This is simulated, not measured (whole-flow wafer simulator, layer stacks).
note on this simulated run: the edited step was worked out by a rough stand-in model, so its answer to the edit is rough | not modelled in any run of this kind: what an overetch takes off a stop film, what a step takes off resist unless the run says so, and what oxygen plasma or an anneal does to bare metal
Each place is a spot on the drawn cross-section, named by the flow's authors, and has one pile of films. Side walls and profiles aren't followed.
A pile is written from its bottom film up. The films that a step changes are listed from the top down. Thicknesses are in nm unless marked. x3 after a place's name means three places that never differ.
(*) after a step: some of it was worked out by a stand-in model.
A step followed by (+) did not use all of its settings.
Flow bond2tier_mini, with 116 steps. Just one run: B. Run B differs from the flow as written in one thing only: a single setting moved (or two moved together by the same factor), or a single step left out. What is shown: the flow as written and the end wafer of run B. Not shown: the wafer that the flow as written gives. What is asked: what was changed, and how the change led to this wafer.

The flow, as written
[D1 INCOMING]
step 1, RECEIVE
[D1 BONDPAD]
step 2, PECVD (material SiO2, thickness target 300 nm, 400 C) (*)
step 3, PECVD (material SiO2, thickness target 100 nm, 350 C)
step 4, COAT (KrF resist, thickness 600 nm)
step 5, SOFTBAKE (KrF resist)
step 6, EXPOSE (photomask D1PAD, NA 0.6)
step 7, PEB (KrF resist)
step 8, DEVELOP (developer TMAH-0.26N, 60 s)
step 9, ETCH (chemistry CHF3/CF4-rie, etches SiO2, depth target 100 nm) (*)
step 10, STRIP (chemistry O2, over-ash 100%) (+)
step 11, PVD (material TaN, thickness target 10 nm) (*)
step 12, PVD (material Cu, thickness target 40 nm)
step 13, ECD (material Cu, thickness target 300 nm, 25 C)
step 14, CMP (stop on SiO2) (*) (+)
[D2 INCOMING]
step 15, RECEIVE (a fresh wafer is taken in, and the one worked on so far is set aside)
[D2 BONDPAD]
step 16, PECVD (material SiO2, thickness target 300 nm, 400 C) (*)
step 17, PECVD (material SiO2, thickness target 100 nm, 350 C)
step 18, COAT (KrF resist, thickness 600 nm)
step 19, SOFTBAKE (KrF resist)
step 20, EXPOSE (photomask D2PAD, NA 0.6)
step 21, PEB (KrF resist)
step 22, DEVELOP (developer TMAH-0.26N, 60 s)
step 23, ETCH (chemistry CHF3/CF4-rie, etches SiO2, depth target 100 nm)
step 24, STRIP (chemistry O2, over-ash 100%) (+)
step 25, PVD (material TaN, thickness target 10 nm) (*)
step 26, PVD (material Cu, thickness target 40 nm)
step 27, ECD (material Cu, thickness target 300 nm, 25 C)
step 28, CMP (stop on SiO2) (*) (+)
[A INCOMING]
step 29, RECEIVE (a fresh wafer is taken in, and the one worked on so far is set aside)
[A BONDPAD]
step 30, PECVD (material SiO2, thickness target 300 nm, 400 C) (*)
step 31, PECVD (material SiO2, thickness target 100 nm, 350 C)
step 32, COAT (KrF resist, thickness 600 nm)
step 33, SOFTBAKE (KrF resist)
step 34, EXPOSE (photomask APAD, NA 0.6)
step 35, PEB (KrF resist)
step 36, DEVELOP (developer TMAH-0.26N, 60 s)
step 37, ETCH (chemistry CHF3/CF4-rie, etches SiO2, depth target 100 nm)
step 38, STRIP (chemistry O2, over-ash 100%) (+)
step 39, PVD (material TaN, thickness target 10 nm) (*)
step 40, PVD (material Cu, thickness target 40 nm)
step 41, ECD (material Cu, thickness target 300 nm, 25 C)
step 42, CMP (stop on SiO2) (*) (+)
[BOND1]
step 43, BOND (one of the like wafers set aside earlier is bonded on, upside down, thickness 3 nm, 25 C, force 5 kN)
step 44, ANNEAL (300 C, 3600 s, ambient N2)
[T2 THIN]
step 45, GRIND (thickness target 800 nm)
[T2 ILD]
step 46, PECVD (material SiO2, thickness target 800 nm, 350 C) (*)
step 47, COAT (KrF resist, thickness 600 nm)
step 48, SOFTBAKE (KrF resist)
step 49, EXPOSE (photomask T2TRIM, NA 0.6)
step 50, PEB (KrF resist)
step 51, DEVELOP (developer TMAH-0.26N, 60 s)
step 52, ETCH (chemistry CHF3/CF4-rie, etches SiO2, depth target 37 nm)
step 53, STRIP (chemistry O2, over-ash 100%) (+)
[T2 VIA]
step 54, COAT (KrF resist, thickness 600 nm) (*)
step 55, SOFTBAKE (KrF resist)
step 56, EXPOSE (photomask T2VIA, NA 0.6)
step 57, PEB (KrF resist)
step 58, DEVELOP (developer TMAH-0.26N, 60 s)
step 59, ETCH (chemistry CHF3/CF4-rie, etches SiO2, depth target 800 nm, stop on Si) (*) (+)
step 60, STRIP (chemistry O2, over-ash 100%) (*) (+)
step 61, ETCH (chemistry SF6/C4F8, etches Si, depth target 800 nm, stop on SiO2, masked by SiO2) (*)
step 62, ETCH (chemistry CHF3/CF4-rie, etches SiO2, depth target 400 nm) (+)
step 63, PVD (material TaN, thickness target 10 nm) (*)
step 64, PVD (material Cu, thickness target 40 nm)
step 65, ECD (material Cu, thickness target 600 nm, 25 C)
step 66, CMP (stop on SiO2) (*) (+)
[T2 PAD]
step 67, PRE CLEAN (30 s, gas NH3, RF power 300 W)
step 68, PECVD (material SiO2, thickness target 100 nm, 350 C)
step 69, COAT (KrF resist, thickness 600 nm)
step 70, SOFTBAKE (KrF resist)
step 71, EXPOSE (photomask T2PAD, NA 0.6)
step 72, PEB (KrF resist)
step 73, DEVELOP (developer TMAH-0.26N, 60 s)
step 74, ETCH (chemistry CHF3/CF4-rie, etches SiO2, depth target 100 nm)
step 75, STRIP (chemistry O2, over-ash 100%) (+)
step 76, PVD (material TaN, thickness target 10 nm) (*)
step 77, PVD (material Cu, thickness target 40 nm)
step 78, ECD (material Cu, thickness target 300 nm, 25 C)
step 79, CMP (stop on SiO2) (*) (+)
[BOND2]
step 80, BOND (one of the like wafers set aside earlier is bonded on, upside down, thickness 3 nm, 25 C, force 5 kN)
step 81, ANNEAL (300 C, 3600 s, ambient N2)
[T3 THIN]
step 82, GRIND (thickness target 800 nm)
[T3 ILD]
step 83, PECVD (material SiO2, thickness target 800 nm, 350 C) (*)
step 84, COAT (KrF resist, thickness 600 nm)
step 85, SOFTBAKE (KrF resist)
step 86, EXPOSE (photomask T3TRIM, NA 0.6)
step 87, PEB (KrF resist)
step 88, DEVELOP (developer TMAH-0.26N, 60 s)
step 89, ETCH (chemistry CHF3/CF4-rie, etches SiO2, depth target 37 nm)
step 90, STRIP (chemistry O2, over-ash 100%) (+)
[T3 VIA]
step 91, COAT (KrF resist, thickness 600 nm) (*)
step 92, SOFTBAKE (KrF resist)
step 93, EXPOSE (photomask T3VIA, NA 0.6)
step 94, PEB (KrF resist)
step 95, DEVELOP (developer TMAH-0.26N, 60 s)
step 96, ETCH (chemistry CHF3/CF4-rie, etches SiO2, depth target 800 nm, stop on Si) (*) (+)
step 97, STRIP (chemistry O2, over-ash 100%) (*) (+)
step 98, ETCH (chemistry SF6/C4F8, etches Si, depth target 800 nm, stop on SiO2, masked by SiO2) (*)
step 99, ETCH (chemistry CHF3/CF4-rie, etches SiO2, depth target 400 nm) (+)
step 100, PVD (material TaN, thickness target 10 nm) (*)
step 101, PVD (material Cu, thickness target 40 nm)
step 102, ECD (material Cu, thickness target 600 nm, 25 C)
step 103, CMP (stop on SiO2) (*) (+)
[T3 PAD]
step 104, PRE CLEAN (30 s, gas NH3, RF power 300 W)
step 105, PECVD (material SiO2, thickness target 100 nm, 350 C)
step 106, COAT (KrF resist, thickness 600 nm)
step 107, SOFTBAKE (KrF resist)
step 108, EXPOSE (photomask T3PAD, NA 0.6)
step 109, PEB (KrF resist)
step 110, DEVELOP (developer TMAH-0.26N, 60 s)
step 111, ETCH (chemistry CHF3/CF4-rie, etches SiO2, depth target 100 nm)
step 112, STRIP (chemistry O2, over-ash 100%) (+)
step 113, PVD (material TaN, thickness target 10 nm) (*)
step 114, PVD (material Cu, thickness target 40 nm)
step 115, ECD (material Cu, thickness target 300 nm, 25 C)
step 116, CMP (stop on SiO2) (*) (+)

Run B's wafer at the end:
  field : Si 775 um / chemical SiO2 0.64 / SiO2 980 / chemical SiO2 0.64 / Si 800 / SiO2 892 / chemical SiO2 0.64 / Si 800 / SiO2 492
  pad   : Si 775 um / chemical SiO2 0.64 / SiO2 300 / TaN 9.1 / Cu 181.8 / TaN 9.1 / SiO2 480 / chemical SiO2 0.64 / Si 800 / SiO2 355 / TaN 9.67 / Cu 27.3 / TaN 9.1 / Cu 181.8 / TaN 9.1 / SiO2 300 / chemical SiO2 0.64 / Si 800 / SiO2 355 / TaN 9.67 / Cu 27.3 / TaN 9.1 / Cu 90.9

What caused this: step 2, PECVD: thickness target 480 nm was run, though the flow has thickness target 300 nm.
The wafer lets one read it off: pad has SiO2 480, and step 2 as written asks for 300 nm.

Step by step, how the change led to this:
  step 2, PECVD (material SiO2, thickness target 300 nm, 400 C) (*)
      field, pad, via: SiO2 gains 480 (new film) (it would be, as written: SiO2 gains 300 (new film))
  step 43, BOND (one of the like wafers set aside earlier is bonded on, upside down, thickness 3 nm, 25 C, force 5 kN)
      field: Si gains 775 um (new film), chemical SiO2 gains 0.64 (new film), SiO2 gains 580 (it would be, as written: Si gains 775 um (new film), chemical SiO2 gains 0.64 (new film), SiO2 gains 400)
      pad: Si gains 775 um (new film), chemical SiO2 gains 0.64 (new film), SiO2 gains 480 (new film), TaN gains 9.1 (new film), Cu gains 90.9 (it would be, as written: Si gains 775 um (new film), chemical SiO2 gains 0.64 (new film), SiO2 gains 300 (new film), TaN gains 9.1 (new film), Cu gains 90.9)
      (also at 1 further place)
